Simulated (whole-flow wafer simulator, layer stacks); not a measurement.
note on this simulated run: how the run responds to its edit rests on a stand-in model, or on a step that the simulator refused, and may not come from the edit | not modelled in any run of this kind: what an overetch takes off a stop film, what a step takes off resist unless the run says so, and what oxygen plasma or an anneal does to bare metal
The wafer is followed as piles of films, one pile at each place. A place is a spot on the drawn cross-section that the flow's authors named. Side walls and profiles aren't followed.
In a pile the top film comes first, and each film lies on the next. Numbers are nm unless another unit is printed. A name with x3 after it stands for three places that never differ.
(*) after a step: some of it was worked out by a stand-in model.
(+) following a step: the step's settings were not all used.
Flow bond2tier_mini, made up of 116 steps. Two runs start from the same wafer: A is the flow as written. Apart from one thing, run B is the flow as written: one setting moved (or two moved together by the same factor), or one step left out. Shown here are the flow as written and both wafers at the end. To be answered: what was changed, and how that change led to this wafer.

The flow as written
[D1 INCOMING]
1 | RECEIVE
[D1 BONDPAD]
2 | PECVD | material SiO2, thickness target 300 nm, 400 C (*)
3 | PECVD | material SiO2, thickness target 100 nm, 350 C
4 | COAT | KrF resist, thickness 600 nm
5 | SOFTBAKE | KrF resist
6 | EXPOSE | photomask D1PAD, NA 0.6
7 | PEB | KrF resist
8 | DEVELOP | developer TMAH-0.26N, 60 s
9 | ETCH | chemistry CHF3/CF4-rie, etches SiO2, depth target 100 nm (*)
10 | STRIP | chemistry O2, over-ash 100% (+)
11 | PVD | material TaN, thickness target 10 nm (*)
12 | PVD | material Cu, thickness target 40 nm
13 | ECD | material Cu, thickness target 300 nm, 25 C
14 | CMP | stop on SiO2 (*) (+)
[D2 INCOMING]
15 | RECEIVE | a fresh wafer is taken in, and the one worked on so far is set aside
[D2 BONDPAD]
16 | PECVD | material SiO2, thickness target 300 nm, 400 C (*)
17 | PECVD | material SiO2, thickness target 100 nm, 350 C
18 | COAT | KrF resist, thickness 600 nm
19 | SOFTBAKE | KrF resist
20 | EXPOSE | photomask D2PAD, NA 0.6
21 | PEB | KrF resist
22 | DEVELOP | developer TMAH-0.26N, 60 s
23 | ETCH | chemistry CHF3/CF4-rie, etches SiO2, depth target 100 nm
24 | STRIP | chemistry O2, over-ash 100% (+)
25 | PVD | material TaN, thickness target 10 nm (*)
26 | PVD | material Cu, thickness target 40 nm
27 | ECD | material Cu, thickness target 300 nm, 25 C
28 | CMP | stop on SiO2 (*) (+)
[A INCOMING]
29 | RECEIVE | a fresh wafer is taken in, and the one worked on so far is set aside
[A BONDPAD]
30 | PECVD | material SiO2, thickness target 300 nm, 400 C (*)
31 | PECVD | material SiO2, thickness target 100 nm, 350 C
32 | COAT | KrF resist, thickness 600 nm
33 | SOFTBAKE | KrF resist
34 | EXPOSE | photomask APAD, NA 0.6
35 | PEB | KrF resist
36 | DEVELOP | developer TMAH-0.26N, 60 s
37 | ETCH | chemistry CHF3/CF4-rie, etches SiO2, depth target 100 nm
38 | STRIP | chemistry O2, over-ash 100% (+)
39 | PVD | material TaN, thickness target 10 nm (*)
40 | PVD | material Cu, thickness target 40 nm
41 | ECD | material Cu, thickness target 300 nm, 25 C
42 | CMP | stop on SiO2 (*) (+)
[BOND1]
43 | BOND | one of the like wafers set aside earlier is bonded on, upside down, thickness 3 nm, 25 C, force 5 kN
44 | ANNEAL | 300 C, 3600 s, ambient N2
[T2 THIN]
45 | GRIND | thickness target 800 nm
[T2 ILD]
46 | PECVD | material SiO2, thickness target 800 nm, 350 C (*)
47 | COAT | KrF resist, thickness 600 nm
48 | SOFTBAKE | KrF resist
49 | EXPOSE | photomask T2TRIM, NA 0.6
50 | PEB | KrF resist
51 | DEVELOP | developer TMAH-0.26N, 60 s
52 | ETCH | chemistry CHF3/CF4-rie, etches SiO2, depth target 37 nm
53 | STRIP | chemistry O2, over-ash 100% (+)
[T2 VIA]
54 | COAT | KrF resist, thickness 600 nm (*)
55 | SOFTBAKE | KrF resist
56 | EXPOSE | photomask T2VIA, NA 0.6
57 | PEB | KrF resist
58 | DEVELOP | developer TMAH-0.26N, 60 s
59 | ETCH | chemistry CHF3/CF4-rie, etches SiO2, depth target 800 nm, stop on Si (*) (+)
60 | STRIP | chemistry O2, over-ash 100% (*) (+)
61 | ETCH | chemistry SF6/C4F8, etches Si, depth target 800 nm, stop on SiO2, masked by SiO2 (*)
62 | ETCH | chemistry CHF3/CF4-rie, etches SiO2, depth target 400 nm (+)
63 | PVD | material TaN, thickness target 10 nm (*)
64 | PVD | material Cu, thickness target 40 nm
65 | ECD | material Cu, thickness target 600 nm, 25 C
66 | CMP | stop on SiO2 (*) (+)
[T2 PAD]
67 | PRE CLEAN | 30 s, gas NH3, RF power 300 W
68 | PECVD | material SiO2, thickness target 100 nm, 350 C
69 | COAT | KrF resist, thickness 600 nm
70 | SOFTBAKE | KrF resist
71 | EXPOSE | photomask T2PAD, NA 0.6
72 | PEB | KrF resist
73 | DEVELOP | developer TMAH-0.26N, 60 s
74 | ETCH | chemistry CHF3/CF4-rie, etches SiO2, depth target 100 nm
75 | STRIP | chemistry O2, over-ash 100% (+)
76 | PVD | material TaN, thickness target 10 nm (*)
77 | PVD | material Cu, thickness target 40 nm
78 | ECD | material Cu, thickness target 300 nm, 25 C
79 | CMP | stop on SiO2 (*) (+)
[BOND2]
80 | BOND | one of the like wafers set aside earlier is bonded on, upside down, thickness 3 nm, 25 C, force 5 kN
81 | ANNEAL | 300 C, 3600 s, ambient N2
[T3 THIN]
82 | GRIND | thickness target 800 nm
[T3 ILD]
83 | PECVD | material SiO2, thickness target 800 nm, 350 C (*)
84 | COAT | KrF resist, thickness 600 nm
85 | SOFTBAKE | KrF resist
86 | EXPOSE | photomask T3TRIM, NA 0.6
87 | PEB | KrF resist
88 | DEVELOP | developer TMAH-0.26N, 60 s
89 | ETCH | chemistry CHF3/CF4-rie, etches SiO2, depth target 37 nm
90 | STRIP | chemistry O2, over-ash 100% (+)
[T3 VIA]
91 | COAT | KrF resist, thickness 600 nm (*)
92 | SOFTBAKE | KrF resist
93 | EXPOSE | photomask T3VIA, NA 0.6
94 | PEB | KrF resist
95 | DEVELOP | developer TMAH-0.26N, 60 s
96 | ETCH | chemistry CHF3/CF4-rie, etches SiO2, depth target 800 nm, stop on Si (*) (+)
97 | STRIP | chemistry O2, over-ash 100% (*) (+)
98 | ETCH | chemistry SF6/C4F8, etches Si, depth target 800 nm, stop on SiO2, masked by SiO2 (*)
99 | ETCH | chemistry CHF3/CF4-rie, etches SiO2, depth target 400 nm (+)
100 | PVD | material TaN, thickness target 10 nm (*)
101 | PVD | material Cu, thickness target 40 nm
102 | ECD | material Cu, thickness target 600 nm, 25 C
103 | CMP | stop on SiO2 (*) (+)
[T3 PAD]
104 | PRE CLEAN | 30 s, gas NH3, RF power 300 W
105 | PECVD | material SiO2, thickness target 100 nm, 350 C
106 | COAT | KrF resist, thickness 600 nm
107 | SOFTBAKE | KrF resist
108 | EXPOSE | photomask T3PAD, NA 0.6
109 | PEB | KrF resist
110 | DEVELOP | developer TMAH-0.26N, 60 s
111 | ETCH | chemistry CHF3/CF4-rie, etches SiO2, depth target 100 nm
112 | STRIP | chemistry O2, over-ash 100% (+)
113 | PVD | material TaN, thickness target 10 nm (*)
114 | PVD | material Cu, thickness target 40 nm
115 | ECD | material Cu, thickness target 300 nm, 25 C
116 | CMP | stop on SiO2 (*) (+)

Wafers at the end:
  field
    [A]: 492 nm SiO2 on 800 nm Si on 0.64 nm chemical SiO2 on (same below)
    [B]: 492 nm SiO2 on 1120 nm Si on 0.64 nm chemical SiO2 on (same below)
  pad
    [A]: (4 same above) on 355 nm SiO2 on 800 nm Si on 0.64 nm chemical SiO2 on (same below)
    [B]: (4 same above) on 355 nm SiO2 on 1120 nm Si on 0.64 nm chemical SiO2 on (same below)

The reason: step 82, GRIND: thickness target 1120 nm was run, while the flow as written has thickness target 800 nm.
One can read it off the wafer: field has Si 1120, and step 82 as written asks for 800 nm.

The path from the change to this, step by step:
  82 | GRIND | thickness target 800 nm
      field, pad: A -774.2 um Si | B -773.88 um Si
